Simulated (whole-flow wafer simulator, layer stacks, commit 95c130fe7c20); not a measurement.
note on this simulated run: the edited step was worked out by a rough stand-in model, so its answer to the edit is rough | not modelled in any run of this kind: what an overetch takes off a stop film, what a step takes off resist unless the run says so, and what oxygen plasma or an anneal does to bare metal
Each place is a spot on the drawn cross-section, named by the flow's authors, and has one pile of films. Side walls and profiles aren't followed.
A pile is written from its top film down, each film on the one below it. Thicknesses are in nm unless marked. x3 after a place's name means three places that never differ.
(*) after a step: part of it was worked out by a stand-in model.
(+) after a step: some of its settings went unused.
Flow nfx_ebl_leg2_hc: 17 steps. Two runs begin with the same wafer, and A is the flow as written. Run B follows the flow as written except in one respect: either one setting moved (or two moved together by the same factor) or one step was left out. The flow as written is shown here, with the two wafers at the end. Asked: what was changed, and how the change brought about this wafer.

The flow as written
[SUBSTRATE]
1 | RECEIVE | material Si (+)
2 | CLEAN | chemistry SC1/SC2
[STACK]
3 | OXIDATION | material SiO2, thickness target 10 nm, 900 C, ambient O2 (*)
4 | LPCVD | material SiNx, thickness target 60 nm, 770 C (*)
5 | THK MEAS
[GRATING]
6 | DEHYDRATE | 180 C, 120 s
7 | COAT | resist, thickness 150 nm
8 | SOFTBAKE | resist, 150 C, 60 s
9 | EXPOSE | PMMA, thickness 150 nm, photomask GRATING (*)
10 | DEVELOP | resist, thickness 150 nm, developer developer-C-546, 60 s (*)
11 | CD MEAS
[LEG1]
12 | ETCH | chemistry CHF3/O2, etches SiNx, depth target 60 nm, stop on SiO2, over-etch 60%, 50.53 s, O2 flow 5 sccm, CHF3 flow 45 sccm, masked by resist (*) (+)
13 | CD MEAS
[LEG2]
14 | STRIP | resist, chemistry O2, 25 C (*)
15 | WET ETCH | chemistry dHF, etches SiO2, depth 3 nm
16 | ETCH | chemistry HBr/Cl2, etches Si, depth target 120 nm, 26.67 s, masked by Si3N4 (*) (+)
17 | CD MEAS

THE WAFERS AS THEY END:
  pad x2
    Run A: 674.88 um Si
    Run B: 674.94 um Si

Cause: step 16, ETCH: depth target 54 nm was run, though the flow has depth target 120 nm.

How this came from the change, step by step:
  16 | ETCH | chemistry HBr/Cl2, etches Si, depth target 120 nm, 26.67 s, masked by Si3N4 (*) (+)
      pad x2: A -120 Si | B -54 Si
